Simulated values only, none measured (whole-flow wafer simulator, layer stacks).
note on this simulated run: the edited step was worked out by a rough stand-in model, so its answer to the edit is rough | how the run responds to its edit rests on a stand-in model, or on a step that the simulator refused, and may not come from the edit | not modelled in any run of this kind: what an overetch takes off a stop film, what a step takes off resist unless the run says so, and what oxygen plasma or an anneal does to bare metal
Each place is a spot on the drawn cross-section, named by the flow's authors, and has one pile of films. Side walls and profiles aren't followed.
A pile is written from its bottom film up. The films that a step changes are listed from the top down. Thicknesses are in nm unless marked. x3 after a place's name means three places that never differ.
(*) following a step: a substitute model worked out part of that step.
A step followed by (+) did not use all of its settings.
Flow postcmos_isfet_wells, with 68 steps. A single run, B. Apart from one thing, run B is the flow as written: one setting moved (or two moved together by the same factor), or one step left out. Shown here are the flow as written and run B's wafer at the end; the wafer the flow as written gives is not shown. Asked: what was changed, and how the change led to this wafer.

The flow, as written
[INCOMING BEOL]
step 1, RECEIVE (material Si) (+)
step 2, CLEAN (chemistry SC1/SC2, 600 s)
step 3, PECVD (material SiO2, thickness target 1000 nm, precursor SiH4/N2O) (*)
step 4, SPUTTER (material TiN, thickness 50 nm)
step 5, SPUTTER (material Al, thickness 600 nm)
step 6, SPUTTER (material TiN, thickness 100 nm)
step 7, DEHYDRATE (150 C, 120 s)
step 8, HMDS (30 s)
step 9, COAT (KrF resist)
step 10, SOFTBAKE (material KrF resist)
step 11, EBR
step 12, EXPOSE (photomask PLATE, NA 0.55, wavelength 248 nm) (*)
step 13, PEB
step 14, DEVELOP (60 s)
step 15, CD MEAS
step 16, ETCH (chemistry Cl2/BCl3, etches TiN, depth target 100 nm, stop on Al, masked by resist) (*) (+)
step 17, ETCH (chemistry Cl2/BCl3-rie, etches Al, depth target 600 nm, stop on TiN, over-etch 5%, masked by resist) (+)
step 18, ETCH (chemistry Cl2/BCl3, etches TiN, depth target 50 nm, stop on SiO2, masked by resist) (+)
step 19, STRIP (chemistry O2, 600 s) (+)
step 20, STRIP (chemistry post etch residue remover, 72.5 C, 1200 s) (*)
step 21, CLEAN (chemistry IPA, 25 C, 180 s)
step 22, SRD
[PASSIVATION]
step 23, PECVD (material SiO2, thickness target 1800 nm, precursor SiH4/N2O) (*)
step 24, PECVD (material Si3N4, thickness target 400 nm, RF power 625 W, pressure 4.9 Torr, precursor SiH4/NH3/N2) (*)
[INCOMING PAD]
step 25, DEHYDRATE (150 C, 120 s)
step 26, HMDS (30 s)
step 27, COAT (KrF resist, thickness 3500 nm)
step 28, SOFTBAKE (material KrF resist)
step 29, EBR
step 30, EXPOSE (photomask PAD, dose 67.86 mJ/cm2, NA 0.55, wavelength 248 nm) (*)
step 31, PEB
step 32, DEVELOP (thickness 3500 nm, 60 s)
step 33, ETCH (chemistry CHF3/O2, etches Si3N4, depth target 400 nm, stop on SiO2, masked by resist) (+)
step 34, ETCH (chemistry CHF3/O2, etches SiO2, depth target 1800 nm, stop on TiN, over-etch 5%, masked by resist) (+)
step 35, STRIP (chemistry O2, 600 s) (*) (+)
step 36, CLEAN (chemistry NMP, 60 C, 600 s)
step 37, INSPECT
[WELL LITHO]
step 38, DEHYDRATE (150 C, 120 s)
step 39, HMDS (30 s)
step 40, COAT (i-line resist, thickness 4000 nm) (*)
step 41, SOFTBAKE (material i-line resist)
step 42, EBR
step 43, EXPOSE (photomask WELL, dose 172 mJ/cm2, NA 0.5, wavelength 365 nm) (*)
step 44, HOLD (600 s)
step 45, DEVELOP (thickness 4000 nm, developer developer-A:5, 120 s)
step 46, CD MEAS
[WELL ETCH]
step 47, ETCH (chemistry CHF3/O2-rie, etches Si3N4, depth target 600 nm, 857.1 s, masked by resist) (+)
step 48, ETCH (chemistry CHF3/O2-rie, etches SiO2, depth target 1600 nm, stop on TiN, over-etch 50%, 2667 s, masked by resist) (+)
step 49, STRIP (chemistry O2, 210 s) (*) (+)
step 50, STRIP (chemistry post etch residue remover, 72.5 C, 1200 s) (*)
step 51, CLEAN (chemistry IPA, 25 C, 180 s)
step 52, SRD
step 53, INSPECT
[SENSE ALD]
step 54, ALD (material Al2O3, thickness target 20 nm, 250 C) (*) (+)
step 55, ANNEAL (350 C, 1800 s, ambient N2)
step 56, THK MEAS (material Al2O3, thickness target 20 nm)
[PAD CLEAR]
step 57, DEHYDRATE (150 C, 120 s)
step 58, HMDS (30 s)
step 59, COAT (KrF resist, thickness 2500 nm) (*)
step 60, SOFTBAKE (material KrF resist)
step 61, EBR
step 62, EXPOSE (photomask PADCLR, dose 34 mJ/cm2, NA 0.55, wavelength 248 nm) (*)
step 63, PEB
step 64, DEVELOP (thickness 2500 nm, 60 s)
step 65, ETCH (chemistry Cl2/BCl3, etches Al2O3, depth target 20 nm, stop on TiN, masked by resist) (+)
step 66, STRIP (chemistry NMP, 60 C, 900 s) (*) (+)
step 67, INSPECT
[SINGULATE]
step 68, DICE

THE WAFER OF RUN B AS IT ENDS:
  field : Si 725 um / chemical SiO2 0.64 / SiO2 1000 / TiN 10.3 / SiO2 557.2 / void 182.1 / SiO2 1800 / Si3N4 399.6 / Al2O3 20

Cause: step 16, ETCH: depth target 84 nm was run, whereas the flow has depth target 100 nm.

The path from the change to this, step by step:
  step 16, ETCH (chemistry Cl2/BCl3, etches TiN, depth target 100 nm, stop on Al, masked by resist) (*) (+)
      field: -84 TiN (in the flow as written it would be: -100 TiN (all of it))
      margin, well900, well1300 x3, pad_rim, pad_clr, pad_open: -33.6 KrF resist (in the flow as written it would be: -40 KrF resist)
  step 17, ETCH (chemistry Cl2/BCl3-rie, etches Al, depth target 600 nm, stop on TiN, over-etch 5%, masked by resist) (+)
      field: -16 TiN (all of it), -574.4 Al (in the flow as written it would be: -600 Al (all of it))
  step 18, ETCH (chemistry Cl2/BCl3, etches TiN, depth target 50 nm, stop on SiO2, masked by resist) (+)
      field: -25.6 Al (all of it), -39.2 TiN (in the flow as written it would be: -50 TiN (all of it))
  step 23, PECVD (material SiO2, thickness target 1800 nm, precursor SiH4/N2O) (*)
      field: +1800 SiO2 (new film), +182.1 void (new film), +557.2 SiO2 (new film) (in the flow as written it would be: +1800 SiO2 (new film), +189.9 void (new film), +559.7 SiO2)
If metal films that touch count as one body, field has 1 body; the flow as written gives 0 bodies.
